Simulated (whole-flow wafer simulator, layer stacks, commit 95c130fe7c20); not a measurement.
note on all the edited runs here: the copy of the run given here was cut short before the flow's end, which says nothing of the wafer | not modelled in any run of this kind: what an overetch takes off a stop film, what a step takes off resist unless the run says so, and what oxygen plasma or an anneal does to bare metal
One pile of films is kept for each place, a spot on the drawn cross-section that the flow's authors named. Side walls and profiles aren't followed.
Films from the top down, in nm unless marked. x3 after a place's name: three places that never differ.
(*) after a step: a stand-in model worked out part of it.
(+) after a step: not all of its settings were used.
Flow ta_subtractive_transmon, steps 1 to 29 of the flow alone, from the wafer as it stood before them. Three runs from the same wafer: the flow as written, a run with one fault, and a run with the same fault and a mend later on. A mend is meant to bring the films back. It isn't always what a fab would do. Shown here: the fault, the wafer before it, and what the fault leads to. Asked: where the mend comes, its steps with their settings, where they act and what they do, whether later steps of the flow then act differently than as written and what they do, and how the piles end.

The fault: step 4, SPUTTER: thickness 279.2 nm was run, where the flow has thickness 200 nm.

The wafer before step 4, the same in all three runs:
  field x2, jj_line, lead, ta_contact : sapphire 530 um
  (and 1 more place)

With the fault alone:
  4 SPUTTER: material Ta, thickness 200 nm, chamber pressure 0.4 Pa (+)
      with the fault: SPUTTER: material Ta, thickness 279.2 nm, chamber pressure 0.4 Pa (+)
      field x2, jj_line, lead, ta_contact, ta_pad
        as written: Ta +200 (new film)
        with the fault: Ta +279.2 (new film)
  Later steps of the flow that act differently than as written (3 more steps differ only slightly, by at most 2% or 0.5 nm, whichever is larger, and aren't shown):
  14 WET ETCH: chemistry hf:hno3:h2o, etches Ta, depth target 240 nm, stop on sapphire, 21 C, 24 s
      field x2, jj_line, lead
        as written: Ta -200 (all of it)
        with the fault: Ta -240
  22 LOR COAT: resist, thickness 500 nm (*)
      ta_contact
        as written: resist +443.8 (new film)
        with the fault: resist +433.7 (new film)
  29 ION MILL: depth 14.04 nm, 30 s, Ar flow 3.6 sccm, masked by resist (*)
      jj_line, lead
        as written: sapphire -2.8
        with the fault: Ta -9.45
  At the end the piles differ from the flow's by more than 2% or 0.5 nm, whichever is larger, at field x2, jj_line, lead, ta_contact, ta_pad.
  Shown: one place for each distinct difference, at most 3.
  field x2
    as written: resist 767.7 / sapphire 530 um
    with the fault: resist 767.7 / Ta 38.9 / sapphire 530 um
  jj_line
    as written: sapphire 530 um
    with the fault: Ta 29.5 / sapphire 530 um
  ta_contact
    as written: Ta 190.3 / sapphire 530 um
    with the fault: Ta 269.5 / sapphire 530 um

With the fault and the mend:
  The mend comes after step 5.
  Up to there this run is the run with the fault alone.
  5a WET ETCH: chemistry hf:hno3:h2o, etches Ta, depth target 321.1 nm, stop on sapphire, 21 C, 32.11 s
      field x2, jj_line, lead, ta_contact, ta_pad
        Ta -279.2 (all of it)
  5b SPUTTER: material Ta, thickness 200 nm, chamber pressure 0.4 Pa (+) (the flow's step 4 once more)
      field x2, jj_line, lead, ta_contact, ta_pad
        Ta +200 (new film)
  No later step of the flow acts differently than as written at any place that is followed.
  At the end the piles are the same as the flow's at every place that both follow.
